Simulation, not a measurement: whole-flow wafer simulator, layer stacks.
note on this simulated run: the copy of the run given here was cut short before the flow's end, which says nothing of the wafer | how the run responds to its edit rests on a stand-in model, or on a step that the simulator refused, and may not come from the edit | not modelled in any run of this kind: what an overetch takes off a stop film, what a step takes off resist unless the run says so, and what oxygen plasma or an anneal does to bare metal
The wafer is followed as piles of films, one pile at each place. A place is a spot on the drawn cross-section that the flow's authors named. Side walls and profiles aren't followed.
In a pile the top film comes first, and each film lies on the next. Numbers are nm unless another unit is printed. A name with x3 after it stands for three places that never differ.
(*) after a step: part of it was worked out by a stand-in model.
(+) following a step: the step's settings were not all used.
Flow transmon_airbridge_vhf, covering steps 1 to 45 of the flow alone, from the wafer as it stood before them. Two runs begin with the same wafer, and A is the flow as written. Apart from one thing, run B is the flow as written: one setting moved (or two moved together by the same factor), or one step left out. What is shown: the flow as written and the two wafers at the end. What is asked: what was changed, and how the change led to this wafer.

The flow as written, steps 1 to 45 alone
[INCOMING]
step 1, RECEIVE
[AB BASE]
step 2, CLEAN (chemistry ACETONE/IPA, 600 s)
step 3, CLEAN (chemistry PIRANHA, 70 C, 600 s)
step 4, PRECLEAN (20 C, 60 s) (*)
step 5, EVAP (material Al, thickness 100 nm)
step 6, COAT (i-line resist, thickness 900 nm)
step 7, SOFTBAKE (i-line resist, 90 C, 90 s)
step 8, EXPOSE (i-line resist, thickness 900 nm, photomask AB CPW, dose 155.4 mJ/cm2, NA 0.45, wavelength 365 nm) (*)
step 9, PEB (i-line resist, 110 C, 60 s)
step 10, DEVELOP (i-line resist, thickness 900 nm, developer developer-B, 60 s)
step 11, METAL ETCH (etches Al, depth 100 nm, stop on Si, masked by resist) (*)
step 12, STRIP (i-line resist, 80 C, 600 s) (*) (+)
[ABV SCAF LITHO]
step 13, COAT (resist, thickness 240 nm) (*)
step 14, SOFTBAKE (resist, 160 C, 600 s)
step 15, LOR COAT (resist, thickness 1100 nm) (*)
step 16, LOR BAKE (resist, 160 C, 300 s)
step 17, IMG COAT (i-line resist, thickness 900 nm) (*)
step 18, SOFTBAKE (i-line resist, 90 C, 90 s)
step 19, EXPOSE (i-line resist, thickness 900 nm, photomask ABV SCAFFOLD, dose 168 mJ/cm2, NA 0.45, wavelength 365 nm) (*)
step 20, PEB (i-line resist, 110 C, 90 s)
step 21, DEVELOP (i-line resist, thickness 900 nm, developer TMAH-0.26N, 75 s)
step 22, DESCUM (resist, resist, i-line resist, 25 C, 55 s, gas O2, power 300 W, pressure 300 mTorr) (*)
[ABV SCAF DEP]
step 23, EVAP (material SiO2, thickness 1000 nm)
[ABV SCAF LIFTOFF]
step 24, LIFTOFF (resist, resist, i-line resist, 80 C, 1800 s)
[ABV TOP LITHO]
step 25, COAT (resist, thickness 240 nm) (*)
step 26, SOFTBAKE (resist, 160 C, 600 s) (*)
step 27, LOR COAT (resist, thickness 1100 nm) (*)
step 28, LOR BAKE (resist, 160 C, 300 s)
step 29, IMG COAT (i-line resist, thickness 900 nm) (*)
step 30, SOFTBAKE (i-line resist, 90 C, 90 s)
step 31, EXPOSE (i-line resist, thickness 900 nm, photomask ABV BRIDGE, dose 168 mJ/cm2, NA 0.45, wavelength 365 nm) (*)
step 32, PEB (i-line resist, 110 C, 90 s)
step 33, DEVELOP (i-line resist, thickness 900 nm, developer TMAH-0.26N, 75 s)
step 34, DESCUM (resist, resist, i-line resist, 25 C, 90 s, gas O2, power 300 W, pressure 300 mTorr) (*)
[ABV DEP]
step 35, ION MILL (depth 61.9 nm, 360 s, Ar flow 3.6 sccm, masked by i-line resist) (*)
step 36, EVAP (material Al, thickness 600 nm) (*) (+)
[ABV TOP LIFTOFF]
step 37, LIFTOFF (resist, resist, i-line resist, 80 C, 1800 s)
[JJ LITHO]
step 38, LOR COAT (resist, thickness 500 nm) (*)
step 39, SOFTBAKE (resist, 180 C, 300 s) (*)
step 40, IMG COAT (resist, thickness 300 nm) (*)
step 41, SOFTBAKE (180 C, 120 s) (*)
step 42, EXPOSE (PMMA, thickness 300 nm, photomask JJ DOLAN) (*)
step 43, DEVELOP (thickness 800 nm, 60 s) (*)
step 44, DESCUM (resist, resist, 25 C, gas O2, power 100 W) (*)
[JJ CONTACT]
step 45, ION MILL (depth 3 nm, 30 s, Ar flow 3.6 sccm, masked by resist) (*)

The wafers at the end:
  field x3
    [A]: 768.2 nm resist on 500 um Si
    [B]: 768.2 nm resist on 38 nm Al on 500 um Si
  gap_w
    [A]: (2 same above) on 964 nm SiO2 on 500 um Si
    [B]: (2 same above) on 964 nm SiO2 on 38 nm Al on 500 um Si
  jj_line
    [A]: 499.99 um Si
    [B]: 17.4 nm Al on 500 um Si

The reason: step 5, EVAP: thickness 138 nm was run, whereas the flow has thickness 100 nm.

Step by step, how the change led to this:
  step 5, EVAP (material Al, thickness 100 nm)
      field x3, jj_line, ground_far and 12 more: A +100 Al (new film) | B +138 Al (new film)
  step 11, METAL ETCH (etches Al, depth 100 nm, stop on Si, masked by resist) (*)
      field x3, jj_line, gap_w, gap_e: A -100 Al (all of it) | B -100 Al
  step 45, ION MILL (depth 3 nm, 30 s, Ar flow 3.6 sccm, masked by resist) (*)
      jj_line: A -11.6 Si | B -20.6 Al
With metal films that touch counted as one body, field x3 has 1 body; the flow as written gives 0 bodies.
With metal films that touch counted as one body, gap_w has 2 bodies (between them, from the top down: SiO2 964); the flow as written gives 1 body.
With metal films that touch counted as one body, jj_line has 1 body; the flow as written gives 0 bodies.
